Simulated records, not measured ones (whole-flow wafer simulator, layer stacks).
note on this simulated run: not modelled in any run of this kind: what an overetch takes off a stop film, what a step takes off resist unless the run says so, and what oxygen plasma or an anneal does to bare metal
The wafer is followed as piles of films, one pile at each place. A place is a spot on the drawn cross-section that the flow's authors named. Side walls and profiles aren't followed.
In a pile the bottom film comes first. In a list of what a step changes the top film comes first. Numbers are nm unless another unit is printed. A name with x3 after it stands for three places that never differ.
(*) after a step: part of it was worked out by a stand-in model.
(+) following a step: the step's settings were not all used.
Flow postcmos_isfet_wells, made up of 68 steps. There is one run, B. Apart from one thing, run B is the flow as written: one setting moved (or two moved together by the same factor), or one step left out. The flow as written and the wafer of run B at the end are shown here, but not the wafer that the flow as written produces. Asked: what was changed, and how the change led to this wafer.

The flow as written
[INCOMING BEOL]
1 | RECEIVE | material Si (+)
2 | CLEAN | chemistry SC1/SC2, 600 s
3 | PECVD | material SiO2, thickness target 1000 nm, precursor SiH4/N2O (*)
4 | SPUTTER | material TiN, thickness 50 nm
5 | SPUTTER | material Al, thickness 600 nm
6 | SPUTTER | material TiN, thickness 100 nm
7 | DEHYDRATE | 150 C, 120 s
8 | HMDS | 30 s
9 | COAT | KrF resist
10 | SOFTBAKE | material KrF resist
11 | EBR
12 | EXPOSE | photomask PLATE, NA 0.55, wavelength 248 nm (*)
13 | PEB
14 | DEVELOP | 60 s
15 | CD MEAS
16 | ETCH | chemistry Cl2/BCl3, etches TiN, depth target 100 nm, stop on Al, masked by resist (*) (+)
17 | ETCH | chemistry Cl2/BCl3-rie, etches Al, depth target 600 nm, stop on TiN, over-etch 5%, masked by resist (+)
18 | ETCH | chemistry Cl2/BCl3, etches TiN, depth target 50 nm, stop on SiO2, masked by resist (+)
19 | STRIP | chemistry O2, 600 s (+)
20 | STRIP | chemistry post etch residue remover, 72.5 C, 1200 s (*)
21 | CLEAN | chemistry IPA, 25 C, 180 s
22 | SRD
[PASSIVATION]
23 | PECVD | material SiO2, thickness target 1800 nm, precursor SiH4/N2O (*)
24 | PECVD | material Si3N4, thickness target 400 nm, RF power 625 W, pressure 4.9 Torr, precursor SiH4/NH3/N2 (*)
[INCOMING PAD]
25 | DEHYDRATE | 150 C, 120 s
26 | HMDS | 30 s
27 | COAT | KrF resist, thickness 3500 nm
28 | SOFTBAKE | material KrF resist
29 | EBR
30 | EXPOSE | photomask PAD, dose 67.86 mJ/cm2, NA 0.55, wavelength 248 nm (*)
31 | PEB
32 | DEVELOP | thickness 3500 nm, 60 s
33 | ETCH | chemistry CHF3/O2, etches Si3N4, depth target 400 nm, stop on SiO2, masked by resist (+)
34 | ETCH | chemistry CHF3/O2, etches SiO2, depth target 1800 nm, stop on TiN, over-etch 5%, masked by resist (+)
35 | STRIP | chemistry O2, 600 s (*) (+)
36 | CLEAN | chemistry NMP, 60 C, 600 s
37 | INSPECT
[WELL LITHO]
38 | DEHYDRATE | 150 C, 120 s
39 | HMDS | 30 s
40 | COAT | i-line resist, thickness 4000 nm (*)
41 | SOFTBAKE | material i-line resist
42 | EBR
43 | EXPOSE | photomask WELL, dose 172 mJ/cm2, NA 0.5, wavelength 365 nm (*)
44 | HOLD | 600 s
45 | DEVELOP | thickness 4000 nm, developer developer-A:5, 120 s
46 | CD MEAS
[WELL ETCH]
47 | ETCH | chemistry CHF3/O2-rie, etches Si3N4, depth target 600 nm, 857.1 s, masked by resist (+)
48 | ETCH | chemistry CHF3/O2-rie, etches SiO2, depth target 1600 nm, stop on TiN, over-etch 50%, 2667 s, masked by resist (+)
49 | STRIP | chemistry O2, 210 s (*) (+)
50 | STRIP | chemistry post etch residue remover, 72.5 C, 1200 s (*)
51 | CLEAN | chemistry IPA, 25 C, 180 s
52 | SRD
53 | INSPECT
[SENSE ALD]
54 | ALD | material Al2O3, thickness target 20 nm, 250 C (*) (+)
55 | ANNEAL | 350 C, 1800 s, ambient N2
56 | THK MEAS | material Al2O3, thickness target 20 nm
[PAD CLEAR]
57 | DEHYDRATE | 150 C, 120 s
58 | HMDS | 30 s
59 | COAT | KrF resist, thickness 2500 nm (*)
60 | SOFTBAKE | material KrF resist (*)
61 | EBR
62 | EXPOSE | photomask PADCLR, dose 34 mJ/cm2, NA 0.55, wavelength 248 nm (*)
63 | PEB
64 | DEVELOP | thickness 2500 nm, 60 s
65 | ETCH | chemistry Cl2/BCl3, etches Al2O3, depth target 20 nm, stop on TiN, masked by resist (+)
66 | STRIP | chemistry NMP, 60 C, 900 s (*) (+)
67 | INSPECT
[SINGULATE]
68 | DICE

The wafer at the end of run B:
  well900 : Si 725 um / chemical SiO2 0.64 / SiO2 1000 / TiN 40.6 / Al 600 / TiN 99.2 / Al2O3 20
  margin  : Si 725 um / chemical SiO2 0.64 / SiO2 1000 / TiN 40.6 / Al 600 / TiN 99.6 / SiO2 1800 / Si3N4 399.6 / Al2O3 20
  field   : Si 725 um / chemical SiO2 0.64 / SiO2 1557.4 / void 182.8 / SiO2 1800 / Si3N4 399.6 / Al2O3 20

What caused this: step 4, SPUTTER: thickness 40.62 nm was run, though the flow has thickness 50 nm.
One can read it off the wafer: well900 has TiN 40.6, and step 4 as written asks for 50 nm.

How this came from the change, step by step:
  4 | SPUTTER | material TiN, thickness 50 nm
      field, margin, well900, well1300 x3, pad_rim, pad_clr, pad_open: TiN gains 40.6 (new film) (in the flow as written it would be: TiN gains 50 (new film))
  18 | ETCH | chemistry Cl2/BCl3, etches TiN, depth target 50 nm, stop on SiO2, masked by resist (+)
      field: TiN loses 40.6 (all of it) (in the flow as written it would be: TiN loses 50 (all of it))
  23 | PECVD | material SiO2, thickness target 1800 nm, precursor SiH4/N2O (*)
      field: SiO2 gains 1800 (new film), void gains 182.8 (new film), SiO2 gains 557.4 (in the flow as written it would be: SiO2 gains 1800 (new film), void gains 189.9 (new film), SiO2 gains 559.7)
